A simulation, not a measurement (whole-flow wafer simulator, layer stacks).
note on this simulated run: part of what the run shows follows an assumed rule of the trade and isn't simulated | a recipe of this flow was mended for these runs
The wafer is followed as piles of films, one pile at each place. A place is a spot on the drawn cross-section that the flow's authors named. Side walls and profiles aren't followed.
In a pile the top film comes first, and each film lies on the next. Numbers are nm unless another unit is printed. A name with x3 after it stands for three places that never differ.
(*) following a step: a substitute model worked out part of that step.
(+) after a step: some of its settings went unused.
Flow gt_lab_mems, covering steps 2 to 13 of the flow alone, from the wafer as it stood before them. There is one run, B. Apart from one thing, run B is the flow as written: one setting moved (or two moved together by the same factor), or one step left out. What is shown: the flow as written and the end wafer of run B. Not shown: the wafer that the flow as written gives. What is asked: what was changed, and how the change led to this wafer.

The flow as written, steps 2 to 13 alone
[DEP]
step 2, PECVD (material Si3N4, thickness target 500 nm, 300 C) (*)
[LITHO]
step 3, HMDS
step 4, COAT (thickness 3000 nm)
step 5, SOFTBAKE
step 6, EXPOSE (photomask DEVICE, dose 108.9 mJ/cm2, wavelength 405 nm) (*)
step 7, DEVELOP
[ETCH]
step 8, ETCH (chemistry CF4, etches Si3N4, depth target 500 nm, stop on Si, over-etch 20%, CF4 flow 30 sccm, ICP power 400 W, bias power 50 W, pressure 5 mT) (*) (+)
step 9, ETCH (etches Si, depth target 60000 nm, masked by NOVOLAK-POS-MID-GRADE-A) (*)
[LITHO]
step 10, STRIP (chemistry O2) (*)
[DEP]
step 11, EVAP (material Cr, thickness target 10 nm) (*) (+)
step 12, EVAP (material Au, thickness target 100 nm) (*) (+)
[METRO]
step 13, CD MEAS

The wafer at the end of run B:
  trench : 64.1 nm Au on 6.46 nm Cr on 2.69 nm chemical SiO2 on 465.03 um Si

Cause: step 8, ETCH: depth target 440 nm was run, while the flow as written has depth target 500 nm.

The path from the change to this, step by step:
  step 8, ETCH (chemistry CF4, etches Si3N4, depth target 500 nm, stop on Si, over-etch 20%, CF4 flow 30 sccm, ICP power 400 W, bias power 50 W, pressure 5 mT) (*) (+)
      field: -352 g/i-line-resist (it would be, as written: -400 g/i-line-resist)
      trench: -500 Si3N4 (all of it), -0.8 chemical SiO2 (all of it), -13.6 Si (it would be, as written: -500 Si3N4 (all of it), -0.8 chemical SiO2 (all of it), -49.6 Si)
  step 10, STRIP (chemistry O2) (*)
      field: -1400 g/i-line-resist (all of it) (it would be, as written: -1352 g/i-line-resist (all of it))
